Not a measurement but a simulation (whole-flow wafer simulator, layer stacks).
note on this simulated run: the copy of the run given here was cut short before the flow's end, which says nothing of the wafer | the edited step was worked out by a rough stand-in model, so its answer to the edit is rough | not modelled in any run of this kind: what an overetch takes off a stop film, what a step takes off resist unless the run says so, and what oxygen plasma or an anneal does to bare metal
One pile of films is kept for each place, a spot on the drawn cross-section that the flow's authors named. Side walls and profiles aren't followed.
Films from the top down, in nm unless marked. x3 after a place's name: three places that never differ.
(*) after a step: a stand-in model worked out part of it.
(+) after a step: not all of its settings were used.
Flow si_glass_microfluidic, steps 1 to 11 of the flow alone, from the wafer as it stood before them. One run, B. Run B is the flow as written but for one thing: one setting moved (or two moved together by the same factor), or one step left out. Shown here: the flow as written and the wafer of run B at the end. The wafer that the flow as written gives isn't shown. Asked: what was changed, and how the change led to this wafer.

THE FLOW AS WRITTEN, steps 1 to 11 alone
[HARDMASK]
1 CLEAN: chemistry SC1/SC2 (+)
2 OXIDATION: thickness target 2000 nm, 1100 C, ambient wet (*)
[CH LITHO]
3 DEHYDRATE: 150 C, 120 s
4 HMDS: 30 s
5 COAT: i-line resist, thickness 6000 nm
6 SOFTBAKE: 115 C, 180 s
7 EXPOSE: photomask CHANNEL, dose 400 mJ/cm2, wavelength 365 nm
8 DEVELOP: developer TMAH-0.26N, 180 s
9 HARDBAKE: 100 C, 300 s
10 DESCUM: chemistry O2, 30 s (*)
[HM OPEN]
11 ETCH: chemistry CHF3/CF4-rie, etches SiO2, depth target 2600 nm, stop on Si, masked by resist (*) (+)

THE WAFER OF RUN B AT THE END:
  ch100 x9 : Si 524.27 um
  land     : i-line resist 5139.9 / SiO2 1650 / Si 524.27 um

The cause: step 2, OXIDATION: thickness target 1650 nm was run, where the flow has thickness target 2000 nm.
It can be read off the wafer: land has SiO2 1650, and step 2 as written asks for 2000 nm.

How the change led to this, step by step:
  2 OXIDATION: thickness target 2000 nm, 1100 C, ambient wet (*)
      land, ch100 x9: SiO2 +1650 (new film), chemical SiO2 -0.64 (all of it), Si -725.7 (as written it would be: SiO2 +2000 (new film), chemical SiO2 -0.64 (all of it), Si -879.7)
  11 ETCH: chemistry CHF3/CF4-rie, etches SiO2, depth target 2600 nm, stop on Si, masked by resist (*) (+)
      ch100 x9: SiO2 -1650 (all of it) (as written it would be: SiO2 -2000 (all of it))
      land: i-line resist -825 (as written it would be: i-line resist -866.7)
